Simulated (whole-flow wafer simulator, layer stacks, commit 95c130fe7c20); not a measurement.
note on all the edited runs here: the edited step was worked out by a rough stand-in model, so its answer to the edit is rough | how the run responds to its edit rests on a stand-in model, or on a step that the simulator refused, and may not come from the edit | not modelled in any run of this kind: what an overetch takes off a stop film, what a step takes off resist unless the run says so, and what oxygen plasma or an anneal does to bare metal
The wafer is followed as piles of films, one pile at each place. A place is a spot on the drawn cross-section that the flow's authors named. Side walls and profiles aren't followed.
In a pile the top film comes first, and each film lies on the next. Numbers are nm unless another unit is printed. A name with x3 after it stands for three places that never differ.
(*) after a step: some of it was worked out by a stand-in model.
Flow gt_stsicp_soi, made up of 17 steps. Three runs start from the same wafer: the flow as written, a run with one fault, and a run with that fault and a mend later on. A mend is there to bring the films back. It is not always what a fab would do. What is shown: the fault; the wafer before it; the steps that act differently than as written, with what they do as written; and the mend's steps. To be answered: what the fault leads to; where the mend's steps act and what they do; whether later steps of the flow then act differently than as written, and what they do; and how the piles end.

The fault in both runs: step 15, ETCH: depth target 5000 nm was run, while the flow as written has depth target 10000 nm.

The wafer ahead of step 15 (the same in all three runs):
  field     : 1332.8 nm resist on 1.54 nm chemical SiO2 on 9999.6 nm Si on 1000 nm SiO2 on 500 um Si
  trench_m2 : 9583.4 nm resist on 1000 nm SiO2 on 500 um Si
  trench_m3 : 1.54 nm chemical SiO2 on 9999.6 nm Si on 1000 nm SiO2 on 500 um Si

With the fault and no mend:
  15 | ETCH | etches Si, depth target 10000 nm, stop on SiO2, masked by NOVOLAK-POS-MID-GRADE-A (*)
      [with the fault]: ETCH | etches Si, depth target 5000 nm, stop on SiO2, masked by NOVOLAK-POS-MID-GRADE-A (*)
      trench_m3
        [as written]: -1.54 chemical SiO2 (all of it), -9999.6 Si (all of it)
        [with the fault]: -1.54 chemical SiO2 (all of it), -5000 Si
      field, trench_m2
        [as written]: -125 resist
        [with the fault]: -62.5 resist
  Steps further on in the flow that do not act as written:
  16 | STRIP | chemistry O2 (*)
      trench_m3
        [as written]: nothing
        [with the fault]: +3 chemical SiO2 (new film), -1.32 Si
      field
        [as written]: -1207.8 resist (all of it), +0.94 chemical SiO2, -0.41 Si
        [with the fault]: -1270.3 resist (all of it), +0.94 chemical SiO2, -0.42 Si
  By the end, the piles at trench_m3 depart from the flow's by more than 2% or 0.5 nm, whichever is larger.
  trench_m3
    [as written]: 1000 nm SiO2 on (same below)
    [with the fault]: 3 nm chemical SiO2 on 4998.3 nm Si on 1000 nm SiO2 on (same below)

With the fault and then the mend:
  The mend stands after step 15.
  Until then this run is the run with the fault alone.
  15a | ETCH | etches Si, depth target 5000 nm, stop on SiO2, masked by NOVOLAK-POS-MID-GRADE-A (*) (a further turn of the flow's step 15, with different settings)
      field, trench_m2
        -62.5 resist
      trench_m3
        -4999.6 Si (all of it)
  None of the later steps of the flow acts differently than as written at any place that is followed.
  At every place that both follow, the piles at the end match the flow's.
